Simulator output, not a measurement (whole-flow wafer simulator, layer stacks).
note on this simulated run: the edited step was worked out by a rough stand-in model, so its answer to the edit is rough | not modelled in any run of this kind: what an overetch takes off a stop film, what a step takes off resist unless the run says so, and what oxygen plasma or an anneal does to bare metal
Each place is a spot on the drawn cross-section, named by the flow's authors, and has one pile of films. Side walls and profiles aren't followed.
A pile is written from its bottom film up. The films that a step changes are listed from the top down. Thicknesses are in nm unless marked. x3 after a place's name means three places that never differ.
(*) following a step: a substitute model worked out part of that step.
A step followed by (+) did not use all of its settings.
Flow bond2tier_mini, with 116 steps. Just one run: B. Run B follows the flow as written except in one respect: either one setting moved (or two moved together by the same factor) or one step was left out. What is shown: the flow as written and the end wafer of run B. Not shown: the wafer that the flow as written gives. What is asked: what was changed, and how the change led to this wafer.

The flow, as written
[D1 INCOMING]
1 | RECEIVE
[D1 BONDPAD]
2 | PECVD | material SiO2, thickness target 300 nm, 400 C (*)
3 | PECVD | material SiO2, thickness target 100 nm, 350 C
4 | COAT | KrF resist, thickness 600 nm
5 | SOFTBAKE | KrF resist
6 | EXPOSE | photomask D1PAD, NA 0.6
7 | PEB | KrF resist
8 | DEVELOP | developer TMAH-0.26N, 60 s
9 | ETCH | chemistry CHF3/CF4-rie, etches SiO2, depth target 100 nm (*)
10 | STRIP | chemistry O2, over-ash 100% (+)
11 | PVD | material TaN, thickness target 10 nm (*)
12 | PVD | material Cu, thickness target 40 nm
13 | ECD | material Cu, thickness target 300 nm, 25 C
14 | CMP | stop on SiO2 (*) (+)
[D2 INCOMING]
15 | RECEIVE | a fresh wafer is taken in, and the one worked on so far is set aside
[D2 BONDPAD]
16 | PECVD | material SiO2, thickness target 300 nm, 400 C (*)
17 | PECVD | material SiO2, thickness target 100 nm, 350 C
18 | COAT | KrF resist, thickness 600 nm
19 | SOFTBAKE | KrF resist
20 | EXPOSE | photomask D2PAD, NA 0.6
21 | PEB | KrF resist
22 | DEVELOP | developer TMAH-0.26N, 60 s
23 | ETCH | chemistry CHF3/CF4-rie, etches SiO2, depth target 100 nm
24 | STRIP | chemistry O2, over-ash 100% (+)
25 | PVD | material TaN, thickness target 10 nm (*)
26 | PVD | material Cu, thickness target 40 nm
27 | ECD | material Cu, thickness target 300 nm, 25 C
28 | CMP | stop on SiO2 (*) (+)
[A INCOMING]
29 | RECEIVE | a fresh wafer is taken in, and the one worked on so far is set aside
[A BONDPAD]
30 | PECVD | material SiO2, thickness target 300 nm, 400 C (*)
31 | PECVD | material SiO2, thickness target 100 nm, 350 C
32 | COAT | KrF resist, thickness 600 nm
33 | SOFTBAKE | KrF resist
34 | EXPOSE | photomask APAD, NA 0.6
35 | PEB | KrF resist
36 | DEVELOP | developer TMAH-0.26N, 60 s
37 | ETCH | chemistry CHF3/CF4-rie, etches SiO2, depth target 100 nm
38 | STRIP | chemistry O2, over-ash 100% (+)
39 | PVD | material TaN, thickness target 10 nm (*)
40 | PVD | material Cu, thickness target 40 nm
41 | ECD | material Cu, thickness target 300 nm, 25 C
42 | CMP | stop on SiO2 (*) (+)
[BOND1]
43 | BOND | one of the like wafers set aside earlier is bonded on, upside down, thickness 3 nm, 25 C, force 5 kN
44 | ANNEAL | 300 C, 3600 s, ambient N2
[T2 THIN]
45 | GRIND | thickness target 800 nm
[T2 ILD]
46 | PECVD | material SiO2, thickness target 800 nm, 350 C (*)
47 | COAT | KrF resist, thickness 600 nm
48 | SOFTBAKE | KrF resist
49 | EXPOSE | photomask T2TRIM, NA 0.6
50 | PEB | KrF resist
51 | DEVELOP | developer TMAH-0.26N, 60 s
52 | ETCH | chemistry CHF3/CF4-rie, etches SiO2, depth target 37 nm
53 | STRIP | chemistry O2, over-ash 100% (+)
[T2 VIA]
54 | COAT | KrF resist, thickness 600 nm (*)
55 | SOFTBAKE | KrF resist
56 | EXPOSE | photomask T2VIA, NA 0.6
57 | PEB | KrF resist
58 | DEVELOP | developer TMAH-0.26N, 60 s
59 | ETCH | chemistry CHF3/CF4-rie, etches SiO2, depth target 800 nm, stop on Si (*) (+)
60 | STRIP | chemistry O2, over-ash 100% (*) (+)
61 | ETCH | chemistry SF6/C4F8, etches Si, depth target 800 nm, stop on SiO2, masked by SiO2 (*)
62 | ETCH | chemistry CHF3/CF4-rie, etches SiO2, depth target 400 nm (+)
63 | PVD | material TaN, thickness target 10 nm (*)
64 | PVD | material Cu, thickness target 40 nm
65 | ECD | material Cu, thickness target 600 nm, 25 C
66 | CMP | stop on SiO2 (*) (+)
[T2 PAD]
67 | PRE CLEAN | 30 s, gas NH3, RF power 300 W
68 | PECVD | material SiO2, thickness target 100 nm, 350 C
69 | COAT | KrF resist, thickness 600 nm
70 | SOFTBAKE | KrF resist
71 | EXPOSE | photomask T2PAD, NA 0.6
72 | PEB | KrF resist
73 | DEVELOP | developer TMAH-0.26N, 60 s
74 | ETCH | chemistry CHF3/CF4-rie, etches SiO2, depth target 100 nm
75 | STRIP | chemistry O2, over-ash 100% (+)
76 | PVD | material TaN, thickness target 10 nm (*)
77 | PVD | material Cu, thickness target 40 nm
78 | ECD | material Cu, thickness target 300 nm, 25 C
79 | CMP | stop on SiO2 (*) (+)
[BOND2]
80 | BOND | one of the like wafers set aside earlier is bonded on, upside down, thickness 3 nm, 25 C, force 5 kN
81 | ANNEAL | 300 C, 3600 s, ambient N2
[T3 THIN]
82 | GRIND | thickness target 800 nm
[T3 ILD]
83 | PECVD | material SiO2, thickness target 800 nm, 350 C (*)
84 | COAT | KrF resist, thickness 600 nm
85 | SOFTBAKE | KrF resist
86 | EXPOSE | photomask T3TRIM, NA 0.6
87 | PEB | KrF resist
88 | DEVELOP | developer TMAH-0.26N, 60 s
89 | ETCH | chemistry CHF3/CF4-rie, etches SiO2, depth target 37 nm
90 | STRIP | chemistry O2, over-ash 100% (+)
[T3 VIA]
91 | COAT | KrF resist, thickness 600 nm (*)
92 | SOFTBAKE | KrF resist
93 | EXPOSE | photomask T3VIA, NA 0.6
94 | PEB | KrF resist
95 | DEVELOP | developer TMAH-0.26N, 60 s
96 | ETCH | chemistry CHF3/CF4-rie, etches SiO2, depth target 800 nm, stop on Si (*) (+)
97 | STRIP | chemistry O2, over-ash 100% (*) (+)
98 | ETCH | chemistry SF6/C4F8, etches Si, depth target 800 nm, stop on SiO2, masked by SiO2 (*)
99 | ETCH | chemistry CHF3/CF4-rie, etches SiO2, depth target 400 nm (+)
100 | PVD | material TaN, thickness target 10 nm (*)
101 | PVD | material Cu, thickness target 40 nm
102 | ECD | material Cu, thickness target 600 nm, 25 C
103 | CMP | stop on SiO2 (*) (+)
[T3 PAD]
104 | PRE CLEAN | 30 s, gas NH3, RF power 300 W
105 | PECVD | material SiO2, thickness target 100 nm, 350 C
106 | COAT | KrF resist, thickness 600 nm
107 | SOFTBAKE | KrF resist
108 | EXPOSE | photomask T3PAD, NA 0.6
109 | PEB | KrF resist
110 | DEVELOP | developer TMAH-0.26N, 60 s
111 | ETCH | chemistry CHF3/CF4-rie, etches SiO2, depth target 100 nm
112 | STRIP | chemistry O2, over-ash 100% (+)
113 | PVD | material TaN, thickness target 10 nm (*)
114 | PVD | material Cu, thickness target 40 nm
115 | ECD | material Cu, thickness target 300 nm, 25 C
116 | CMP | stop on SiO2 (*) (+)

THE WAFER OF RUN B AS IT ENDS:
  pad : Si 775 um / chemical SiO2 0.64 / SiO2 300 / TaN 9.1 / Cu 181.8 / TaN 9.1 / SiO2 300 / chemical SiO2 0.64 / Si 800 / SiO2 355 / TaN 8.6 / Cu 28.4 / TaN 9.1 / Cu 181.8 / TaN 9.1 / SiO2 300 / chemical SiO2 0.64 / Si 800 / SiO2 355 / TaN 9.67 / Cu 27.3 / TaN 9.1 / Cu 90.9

Cause: step 63, PVD: thickness target 8.9 nm was run, whereas the flow has thickness target 10 nm.

Step by step, how the change led to this:
  63 | PVD | material TaN, thickness target 10 nm (*)
      field: +8.9 TaN (new film) (it would be, as written: +10 TaN (new film))
      pad: +8.6 TaN (new film) (it would be, as written: +9.67 TaN (new film))
  66 | CMP | stop on SiO2 (*) (+)
      field: -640 Cu (all of it), -8.9 TaN (all of it) (it would be, as written: -640 Cu (all of it), -10 TaN (all of it))
